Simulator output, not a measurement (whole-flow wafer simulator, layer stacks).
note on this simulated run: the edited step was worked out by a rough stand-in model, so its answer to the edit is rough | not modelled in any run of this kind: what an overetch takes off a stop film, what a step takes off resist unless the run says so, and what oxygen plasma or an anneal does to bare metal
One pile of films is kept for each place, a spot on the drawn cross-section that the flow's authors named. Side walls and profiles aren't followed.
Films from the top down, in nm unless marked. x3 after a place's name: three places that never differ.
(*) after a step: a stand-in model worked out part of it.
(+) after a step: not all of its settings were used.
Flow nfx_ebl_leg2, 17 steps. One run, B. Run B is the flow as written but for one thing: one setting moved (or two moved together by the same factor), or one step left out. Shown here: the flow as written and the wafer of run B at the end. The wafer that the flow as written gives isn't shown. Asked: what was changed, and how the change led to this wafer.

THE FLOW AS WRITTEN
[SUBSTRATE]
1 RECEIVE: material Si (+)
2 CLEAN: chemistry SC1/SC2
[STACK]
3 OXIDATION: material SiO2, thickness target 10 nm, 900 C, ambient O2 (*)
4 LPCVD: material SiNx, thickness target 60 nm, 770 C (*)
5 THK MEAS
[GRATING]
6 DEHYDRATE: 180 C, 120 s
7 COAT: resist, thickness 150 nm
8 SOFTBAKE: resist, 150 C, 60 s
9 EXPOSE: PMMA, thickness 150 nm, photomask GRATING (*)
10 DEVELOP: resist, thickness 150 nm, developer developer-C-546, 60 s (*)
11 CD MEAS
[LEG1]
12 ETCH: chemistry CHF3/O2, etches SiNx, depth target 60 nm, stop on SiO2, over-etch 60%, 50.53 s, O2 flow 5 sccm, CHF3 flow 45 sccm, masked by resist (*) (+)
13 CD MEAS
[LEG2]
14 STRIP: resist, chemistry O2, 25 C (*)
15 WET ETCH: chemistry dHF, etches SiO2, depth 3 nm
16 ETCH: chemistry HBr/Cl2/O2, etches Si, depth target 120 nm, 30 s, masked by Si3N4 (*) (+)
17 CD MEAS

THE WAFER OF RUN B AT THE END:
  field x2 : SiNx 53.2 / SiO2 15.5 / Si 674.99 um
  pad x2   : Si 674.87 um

The cause: step 3, OXIDATION: thickness target 15.5 nm was run, where the flow has thickness target 10 nm.
It can be read off the wafer: field x2 has SiO2 15.5, and step 3 as written asks for 10 nm.

How the change led to this, step by step:
  3 OXIDATION: material SiO2, thickness target 10 nm, 900 C, ambient O2 (*)
      field x2, pad x2: SiO2 +15.5 (new film), chemical SiO2 -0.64 (all of it), Si -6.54 (as written it would be: SiO2 +10 (new film), chemical SiO2 -0.64 (all of it), Si -4.12)
  12 ETCH: chemistry CHF3/O2, etches SiNx, depth target 60 nm, stop on SiO2, over-etch 60%, 50.53 s, O2 flow 5 sccm, CHF3 flow 45 sccm, masked by resist (*) (+)
      pad x2: SiNx -60 (all of it), SiO2 -15.5 (all of it) (as written it would be: SiNx -60 (all of it), SiO2 -10 (all of it))
